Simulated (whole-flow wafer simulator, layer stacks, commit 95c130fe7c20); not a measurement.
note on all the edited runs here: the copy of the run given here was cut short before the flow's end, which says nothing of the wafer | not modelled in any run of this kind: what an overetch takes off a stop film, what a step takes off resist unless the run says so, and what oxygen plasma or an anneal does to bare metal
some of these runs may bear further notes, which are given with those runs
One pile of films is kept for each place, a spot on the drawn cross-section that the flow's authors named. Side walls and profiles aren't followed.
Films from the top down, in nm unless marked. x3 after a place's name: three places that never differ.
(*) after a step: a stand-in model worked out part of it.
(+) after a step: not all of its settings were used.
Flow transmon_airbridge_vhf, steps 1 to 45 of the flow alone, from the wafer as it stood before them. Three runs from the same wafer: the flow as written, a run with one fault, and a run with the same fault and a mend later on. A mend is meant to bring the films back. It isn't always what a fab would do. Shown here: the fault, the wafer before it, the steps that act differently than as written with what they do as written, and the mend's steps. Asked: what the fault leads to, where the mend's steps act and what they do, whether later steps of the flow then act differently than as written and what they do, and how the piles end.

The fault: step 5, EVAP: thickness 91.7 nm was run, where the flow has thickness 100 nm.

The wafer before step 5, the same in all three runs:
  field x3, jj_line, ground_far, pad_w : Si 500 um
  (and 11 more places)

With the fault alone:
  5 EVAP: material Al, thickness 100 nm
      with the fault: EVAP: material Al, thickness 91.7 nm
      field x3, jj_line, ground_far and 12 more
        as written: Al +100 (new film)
        with the fault: Al +91.7 (new film)
  Later steps of the flow that act differently than as written (18 more steps differ only slightly, by at most 2% or 0.5 nm, whichever is larger, and aren't shown):
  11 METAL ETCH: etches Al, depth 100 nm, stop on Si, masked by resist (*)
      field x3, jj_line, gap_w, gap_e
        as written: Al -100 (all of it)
        with the fault: Al -91.7 (all of it)
  At the end the piles differ from the flow's by more than 2% or 0.5 nm, whichever is larger, at ground_far, flank_w, cpw_trace, flank_e, trace_open_s x2, margin_s, bridge_strip, margin_n.
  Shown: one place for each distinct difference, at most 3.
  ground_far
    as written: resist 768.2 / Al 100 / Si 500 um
    with the fault: resist 768.2 / Al 91.7 / Si 500 um
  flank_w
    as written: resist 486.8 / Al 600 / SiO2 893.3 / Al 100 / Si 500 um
    with the fault: resist 488.9 / Al 600 / SiO2 893.3 / Al 91.7 / Si 500 um
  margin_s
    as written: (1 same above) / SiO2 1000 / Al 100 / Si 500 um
    with the fault: (1 same above) / SiO2 1000 / Al 91.7 / Si 500 um

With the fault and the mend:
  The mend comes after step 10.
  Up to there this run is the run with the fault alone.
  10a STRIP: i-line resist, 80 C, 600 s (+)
      ground_far, pad_w, flank_w and 8 more
        i-line resist -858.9 (all of it)
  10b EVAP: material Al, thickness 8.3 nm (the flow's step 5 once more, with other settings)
      field x3, jj_line, ground_far and 12 more
        Al +8.3
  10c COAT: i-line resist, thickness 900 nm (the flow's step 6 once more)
      field x3, jj_line, ground_far and 12 more
        i-line resist +900 (new film)
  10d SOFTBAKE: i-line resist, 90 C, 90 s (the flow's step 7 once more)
      changes no film at any place that is followed
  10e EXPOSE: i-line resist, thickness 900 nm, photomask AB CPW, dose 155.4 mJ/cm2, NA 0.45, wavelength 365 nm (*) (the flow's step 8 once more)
      changes no film at any place that is followed
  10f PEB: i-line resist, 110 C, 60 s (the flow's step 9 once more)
      field x3, jj_line, ground_far and 12 more
        i-line resist -41
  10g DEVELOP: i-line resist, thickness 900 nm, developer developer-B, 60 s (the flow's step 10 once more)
      ground_far, pad_w, flank_w and 8 more
        i-line resist -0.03
      field x3, jj_line, gap_w, gap_e
        i-line resist -859 (all of it)
  No later step of the flow acts differently than as written at any place that is followed.
  At the end the piles are the same as the flow's at every place that both follow.
